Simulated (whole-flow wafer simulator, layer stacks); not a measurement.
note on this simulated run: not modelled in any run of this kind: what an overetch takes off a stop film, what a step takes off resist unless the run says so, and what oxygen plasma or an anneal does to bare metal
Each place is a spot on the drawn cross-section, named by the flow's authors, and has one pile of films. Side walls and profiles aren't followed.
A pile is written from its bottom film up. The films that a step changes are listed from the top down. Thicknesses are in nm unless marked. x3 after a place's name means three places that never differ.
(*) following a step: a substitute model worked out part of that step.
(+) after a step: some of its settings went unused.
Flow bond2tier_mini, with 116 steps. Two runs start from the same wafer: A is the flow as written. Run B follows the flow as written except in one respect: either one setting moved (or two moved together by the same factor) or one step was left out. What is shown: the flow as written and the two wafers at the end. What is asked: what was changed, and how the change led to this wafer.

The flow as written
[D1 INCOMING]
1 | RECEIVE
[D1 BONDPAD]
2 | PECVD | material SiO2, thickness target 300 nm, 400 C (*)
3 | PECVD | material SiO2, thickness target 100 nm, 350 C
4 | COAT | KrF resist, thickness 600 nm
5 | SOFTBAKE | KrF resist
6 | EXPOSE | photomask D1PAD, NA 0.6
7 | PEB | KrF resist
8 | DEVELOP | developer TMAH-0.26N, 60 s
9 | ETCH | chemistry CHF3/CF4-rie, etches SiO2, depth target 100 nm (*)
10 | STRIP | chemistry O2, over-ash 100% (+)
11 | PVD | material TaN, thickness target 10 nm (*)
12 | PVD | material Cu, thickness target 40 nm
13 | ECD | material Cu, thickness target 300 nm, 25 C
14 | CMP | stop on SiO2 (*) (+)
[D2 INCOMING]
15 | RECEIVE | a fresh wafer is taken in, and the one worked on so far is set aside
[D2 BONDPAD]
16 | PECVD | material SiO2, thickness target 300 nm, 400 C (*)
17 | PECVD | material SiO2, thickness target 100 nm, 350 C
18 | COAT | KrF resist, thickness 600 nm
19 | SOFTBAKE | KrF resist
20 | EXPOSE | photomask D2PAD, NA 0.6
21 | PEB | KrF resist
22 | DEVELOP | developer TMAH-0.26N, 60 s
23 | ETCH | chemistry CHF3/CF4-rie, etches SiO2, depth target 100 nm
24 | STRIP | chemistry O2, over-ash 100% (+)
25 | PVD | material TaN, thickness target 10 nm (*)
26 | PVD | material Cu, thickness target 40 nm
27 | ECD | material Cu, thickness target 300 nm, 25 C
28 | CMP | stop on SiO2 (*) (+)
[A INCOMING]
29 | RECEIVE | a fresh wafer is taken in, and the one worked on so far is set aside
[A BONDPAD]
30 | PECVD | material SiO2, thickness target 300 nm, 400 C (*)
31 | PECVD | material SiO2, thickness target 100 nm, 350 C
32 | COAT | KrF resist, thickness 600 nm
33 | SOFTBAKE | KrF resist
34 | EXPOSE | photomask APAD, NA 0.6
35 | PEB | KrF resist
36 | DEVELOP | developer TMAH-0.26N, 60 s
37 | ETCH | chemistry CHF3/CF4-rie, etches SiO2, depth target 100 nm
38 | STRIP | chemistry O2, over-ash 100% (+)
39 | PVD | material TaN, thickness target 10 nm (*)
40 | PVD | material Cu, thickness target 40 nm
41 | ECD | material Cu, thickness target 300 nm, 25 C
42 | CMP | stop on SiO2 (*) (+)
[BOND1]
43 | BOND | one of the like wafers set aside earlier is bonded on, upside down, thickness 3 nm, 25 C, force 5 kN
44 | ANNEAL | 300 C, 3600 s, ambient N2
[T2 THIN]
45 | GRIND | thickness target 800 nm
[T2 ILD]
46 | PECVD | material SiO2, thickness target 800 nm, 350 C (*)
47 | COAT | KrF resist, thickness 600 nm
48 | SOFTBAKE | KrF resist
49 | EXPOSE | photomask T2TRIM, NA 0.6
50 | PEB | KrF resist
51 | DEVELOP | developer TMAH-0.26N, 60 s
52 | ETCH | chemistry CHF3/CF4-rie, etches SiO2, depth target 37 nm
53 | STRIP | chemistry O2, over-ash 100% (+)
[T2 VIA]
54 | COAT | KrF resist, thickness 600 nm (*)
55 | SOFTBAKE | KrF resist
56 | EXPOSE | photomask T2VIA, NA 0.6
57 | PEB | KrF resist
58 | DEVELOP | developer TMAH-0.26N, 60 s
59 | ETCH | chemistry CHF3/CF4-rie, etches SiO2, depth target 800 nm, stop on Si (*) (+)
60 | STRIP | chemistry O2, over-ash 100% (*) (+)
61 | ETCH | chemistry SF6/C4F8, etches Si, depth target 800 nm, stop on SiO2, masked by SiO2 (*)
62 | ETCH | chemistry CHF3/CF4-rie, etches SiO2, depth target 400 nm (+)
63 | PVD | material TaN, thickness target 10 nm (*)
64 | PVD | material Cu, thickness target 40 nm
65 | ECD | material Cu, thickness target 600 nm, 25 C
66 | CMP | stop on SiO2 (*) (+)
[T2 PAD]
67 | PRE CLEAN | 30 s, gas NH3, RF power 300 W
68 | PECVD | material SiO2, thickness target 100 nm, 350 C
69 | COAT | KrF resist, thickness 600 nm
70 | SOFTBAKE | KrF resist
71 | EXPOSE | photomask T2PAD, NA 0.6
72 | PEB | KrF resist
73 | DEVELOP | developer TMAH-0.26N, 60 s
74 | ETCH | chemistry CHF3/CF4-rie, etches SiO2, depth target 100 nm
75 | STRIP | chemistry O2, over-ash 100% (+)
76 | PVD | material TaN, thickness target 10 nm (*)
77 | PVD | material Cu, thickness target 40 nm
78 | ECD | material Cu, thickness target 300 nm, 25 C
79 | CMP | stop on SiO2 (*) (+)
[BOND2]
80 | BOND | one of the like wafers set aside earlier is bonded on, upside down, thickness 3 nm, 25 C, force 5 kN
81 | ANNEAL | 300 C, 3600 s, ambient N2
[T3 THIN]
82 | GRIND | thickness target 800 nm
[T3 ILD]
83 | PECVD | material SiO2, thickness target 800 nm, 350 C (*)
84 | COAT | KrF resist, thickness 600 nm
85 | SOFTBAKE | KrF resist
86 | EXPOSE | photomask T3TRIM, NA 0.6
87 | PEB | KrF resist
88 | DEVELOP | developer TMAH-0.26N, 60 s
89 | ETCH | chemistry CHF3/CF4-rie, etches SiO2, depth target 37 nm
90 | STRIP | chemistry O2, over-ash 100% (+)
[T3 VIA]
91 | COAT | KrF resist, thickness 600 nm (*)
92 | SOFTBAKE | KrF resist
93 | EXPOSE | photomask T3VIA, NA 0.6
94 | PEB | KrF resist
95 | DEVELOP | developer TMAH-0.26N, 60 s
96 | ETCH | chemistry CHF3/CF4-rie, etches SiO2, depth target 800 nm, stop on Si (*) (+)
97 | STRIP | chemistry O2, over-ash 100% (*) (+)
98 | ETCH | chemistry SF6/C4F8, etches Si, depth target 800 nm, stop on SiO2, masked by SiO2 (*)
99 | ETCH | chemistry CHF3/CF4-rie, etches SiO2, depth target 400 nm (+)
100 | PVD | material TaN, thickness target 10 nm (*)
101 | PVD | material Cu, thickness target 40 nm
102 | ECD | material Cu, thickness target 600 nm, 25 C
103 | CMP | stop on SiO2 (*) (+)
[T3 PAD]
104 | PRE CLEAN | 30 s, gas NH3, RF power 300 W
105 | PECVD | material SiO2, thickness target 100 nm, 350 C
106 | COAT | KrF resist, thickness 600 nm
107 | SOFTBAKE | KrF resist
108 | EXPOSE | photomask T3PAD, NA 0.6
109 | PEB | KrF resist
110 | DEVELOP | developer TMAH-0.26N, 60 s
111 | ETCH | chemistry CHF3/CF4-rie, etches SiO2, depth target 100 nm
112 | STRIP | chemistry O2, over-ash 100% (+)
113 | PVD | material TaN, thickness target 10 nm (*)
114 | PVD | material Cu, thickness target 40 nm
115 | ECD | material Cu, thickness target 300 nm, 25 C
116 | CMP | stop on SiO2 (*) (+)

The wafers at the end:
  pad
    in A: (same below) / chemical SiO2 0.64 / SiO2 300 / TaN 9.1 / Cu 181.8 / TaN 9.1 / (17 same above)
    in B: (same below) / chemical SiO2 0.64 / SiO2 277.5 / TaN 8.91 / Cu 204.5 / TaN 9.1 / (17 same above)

Cause: step 37, ETCH: depth target 122.5 nm was run, whereas the flow has depth target 100 nm.

Step by step, how the change led to this:
  37 | ETCH | chemistry CHF3/CF4-rie, etches SiO2, depth target 100 nm
      pad, via: A -100 SiO2 | B -122.5 SiO2
      field: A -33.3 KrF resist | B -40.8 KrF resist
  40 | PVD | material Cu, thickness target 40 nm
      pad: A +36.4 Cu (new film) | B +35.6 Cu (new film)
  41 | ECD | material Cu, thickness target 300 nm, 25 C
      pad: A +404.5 Cu | B +427.9 Cu
      via: A +400.2 Cu | B +422.8 Cu
